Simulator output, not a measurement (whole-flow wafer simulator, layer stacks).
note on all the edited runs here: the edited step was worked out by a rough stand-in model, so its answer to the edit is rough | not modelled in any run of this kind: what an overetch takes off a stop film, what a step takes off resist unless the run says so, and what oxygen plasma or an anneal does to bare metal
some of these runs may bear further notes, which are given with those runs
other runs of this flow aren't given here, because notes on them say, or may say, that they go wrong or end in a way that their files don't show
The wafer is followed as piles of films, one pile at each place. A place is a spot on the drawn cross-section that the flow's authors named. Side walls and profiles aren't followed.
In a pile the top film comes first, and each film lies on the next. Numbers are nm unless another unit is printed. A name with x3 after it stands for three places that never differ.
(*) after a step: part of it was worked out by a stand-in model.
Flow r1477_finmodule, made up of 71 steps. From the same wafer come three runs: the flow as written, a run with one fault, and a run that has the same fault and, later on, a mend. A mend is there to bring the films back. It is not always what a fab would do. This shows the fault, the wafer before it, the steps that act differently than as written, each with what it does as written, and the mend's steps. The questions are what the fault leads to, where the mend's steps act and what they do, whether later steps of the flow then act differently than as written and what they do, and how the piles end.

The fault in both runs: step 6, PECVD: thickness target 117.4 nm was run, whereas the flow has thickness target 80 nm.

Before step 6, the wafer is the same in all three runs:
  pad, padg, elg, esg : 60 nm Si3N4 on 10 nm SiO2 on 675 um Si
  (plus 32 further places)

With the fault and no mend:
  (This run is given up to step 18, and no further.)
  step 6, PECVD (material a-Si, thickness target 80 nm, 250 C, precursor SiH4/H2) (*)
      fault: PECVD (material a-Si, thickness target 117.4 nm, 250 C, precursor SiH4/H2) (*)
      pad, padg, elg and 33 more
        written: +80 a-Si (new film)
        fault: +117.4 a-Si (new film)
  Steps further on in the flow that do not act as written:
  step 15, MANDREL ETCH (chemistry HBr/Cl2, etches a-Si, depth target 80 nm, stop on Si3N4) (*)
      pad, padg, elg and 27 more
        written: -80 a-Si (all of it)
        fault: -80 a-Si
  The piles after step 18 differ from the flow's at pad, padg, elg and 33 more by more than 2% or 0.5 nm, whichever is larger.
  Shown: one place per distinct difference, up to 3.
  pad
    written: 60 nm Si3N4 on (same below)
    fault: 37.4 nm a-Si on 60 nm Si3N4 on (same below)
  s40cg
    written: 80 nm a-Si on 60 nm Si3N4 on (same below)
    fault: 117.4 nm a-Si on 60 nm Si3N4 on (same below)

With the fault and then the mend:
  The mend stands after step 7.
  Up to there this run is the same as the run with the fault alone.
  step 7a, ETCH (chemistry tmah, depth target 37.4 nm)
      pad, padg, elg and 33 more
        -37.4 a-Si
  None of the later steps of the flow acts differently than as written at any place that is followed.
  By the end, the piles equal the flow's at every place that both follow.
